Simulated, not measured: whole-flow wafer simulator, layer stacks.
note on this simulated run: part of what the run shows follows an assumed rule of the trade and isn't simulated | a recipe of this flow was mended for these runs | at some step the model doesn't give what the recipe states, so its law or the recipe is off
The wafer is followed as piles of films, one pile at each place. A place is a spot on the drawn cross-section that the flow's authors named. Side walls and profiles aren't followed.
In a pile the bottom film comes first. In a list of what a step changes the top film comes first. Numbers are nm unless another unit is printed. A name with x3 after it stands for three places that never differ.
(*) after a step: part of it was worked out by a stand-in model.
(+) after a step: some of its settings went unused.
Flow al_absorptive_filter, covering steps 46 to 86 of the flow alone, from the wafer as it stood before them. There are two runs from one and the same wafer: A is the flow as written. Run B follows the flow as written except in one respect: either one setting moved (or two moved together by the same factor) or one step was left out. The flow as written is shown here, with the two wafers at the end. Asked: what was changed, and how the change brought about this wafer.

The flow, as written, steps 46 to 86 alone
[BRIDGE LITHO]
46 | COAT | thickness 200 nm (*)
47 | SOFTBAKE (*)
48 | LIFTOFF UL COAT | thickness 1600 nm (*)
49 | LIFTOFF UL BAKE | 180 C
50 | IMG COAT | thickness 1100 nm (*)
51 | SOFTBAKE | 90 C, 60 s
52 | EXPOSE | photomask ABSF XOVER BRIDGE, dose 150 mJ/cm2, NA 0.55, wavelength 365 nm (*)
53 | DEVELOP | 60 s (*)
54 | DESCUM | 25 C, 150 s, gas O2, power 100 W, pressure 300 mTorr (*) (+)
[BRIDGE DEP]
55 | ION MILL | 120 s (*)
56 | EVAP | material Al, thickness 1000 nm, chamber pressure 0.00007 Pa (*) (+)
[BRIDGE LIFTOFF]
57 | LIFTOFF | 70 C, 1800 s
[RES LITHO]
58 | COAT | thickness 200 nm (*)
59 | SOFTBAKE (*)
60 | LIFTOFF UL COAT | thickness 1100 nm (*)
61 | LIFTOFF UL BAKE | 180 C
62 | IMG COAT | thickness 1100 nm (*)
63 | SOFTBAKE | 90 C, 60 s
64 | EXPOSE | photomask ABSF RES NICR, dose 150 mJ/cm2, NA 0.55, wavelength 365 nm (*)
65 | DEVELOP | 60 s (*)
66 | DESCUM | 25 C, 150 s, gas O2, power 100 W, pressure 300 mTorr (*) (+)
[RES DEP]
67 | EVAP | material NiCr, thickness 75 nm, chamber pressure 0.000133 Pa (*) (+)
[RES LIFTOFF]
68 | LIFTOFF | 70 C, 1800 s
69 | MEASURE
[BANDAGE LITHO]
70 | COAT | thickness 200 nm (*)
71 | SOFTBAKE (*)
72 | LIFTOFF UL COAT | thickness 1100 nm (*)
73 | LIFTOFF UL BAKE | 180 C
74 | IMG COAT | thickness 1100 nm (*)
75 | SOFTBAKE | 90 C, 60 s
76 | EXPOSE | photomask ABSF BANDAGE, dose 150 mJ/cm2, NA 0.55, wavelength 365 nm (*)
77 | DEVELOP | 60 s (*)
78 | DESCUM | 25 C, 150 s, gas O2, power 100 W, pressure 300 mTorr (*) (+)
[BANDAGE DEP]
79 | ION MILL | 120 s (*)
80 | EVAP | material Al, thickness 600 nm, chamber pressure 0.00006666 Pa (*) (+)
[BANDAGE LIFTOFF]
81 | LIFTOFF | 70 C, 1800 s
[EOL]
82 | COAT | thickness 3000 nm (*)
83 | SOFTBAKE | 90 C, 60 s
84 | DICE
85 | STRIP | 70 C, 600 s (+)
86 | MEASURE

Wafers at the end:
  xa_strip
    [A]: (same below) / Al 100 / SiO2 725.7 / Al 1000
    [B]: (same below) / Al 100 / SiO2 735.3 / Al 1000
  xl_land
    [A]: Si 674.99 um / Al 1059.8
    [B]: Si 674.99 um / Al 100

The reason: step 54, DESCUM: 82 s was run, though the flow has 150 s.

How this came from the change, step by step:
  54 | DESCUM | 25 C, 150 s, gas O2, power 100 W, pressure 300 mTorr (*) (+)
      xa_strip: A acrylic-e-beam-resist loses 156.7 (all of it) | B acrylic-e-beam-resist loses 143.3
      xl_land: A acrylic-e-beam-resist loses 218.5 (all of it) | B acrylic-e-beam-resist loses 143.3
      (as well as at 10 more places)
  55 | ION MILL | 120 s (*)
      xa_strip: A SiO2 loses 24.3 | B acrylic-e-beam-resist loses 13.4 (all of it), SiO2 loses 14.7
      xl_land: A Al loses 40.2 | B acrylic-e-beam-resist loses 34
  56 | EVAP | material Al, thickness 1000 nm, chamber pressure 0.00007 Pa (*) (+)
      xl_land: A Al gains 1000 | B Al gains 1000 (new film)
  57 | LIFTOFF | 70 C, 1800 s
      xl_land: A nothing | B Al loses 1000 (all of it), acrylic-e-beam-resist loses 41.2 (all of it)
      gnd, xa_field, idc_field: A Al loses 1000 (all of it), i-line-resist loses 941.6 (all of it), lift-off-underlayer loses 1600 (all of it), acrylic-e-beam-resist loses 200 (all of it) | B Al loses 1000 (all of it), i-line-resist loses 1001.1 (all of it), lift-off-underlayer loses 1600 (all of it), acrylic-e-beam-resist loses 200 (all of it)
      (as well as at 7 more places)
  58 | COAT | thickness 200 nm (*)
      xl_gap: A acrylic-e-beam-resist gains 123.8 (new film) | B acrylic-e-beam-resist gains 52.4 (new film)
      xl_turn: A acrylic-e-beam-resist gains 146.6 (new film) | B acrylic-e-beam-resist gains 80.5 (new film)
  60 | LIFTOFF UL COAT | thickness 1100 nm (*)
      xl_gap: A lift-off-underlayer gains 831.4 (new film) | B lift-off-underlayer gains 506.2 (new film)
      xl_turn: A lift-off-underlayer gains 781.4 (new film) | B lift-off-underlayer gains 551.5 (new film)
  62 | IMG COAT | thickness 1100 nm (*)
      xl_gap: A i-line-resist gains 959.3 (new film) | B i-line-resist gains 689.1 (new film)
      xl_turn: A i-line-resist gains 903.5 (new film) | B i-line-resist gains 570.4 (new film)
  63 | SOFTBAKE | 90 C, 60 s
      xl_gap: A i-line-resist loses 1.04 | B i-line-resist loses 3.2
      xl_turn: A i-line-resist loses 2.67 | B i-line-resist loses 4.41
  68 | LIFTOFF | 70 C, 1800 s
      xl_gap: A NiCr loses 75 (all of it), i-line-resist loses 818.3 (all of it), lift-off-underlayer loses 831.4 (all of it), acrylic-e-beam-resist loses 123.8 (all of it) | B NiCr loses 75 (all of it), i-line-resist loses 546 (all of it), lift-off-underlayer loses 506.2 (all of it), acrylic-e-beam-resist loses 52.4 (all of it)
      xl_turn: A NiCr loses 75 (all of it), i-line-resist loses 760.9 (all of it), lift-off-underlayer loses 781.4 (all of it), acrylic-e-beam-resist loses 146.6 (all of it) | B NiCr loses 75 (all of it), i-line-resist loses 426.1 (all of it), lift-off-underlayer loses 551.5 (all of it), acrylic-e-beam-resist loses 80.5 (all of it)
  70 | COAT | thickness 200 nm (*)
      xl_gap: A acrylic-e-beam-resist gains 114.6 (new film) | B acrylic-e-beam-resist gains 65.9 (new film)
      xl_turn: A acrylic-e-beam-resist gains 144.3 (new film) | B acrylic-e-beam-resist gains 82 (new film)
  72 | LIFTOFF UL COAT | thickness 1100 nm (*)
      xl_gap: A lift-off-underlayer gains 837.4 (new film) | B lift-off-underlayer gains 508.3 (new film)
      xl_turn: A lift-off-underlayer gains 781 (new film) | B lift-off-underlayer gains 567.4 (new film)
  74 | IMG COAT | thickness 1100 nm (*)
      xl_gap: A i-line-resist gains 959.2 (new film) | B i-line-resist gains 684.4 (new film)
      xl_turn: A i-line-resist gains 902.8 (new film) | B i-line-resist gains 564.7 (new film)
  75 | SOFTBAKE | 90 C, 60 s
      xl_gap: A i-line-resist loses 1.04 | B i-line-resist loses 3.23
      xl_turn: A i-line-resist loses 2.67 | B i-line-resist loses 4.39
  81 | LIFTOFF | 70 C, 1800 s
      xl_gap: A Al loses 600 (all of it), i-line-resist loses 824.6 (all of it), lift-off-underlayer loses 837.4 (all of it), acrylic-e-beam-resist loses 114.6 (all of it) | B Al loses 600 (all of it), i-line-resist loses 547.6 (all of it), lift-off-underlayer loses 508.3 (all of it), acrylic-e-beam-resist loses 65.9 (all of it)
      xl_turn: A Al loses 600 (all of it), i-line-resist loses 766.6 (all of it), lift-off-underlayer loses 781 (all of it), acrylic-e-beam-resist loses 144.3 (all of it) | B Al loses 600 (all of it), i-line-resist loses 426.7 (all of it), lift-off-underlayer loses 567.4 (all of it), acrylic-e-beam-resist loses 82 (all of it)
  82 | COAT | thickness 3000 nm (*)
      xl_gap: A i-line-resist gains 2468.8 (new film) | B i-line-resist gains 1727.1 (new film)
      xl_turn: A i-line-resist gains 2382.6 (new film) | B i-line-resist gains 1662.5 (new film)
  83 | SOFTBAKE | 90 C, 60 s
      xl_gap: A i-line-resist loses 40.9 | B i-line-resist loses 103.2
      xl_turn: A i-line-resist loses 52 | B i-line-resist loses 127.8
  85 | STRIP | 70 C, 600 s (+)
      xl_gap: A i-line-resist loses 2427.9 (all of it) | B i-line-resist loses 1623.9 (all of it)
      xl_turn: A i-line-resist loses 2330.6 (all of it) | B i-line-resist loses 1534.7 (all of it)
